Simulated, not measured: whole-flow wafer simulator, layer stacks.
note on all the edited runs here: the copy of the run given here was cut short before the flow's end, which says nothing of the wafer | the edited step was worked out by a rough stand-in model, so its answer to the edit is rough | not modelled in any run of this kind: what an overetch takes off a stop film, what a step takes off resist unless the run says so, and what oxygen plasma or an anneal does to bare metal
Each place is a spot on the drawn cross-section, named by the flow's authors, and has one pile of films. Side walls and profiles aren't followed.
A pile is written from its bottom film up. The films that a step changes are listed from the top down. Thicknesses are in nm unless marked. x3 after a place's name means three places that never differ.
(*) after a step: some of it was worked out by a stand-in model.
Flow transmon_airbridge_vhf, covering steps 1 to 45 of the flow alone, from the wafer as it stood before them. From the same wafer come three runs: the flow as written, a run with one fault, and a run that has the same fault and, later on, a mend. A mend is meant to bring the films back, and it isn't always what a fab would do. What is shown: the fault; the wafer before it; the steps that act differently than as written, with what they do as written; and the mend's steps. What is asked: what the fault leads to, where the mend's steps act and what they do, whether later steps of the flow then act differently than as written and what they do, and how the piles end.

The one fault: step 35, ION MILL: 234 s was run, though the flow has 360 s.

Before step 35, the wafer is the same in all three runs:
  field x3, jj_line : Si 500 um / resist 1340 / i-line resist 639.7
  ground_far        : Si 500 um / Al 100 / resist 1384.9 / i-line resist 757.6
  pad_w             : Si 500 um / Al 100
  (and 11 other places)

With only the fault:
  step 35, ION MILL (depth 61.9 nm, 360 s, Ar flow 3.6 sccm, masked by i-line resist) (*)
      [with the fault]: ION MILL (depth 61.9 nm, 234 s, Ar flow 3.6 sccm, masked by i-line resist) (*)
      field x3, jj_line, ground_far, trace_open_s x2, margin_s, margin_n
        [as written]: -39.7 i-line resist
        [with the fault]: -25.8 i-line resist
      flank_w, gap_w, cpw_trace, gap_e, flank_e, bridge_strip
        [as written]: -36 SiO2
        [with the fault]: -23.4 SiO2
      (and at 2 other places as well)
  Later steps of the flow acting differently than as written (3 other steps are not shown; they differ only slightly, by no more than 2% or 0.5 nm, whichever is larger):
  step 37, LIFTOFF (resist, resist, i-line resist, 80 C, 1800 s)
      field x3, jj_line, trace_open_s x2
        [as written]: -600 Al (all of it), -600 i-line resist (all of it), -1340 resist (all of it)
        [with the fault]: -600 Al (all of it), -613.9 i-line resist (all of it), -1340 resist (all of it)
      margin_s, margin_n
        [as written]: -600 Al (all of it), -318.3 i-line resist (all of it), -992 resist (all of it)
        [with the fault]: -600 Al (all of it), -332.2 i-line resist (all of it), -992 resist (all of it)
  At pad_w, pad_e, the piles at the end differ from the flow's by more than 2% or 0.5 nm, whichever is larger.
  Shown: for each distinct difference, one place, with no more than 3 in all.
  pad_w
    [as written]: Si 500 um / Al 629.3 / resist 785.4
    [with the fault]: Si 500 um / Al 651.1 / resist 781.9

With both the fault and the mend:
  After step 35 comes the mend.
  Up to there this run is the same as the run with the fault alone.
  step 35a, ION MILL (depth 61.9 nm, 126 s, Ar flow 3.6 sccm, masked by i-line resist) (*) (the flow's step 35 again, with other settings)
      field x3, jj_line, ground_far, trace_open_s x2, margin_s, margin_n
        -13.9 i-line resist
      flank_w, gap_w, cpw_trace, gap_e, flank_e, bridge_strip
        -12.6 SiO2
      pad_w, pad_e
        -21.7 Al
  Every later step of the flow that is run acts as written at every place that is followed.
  The piles end the same as the flow's at every place that both follow.
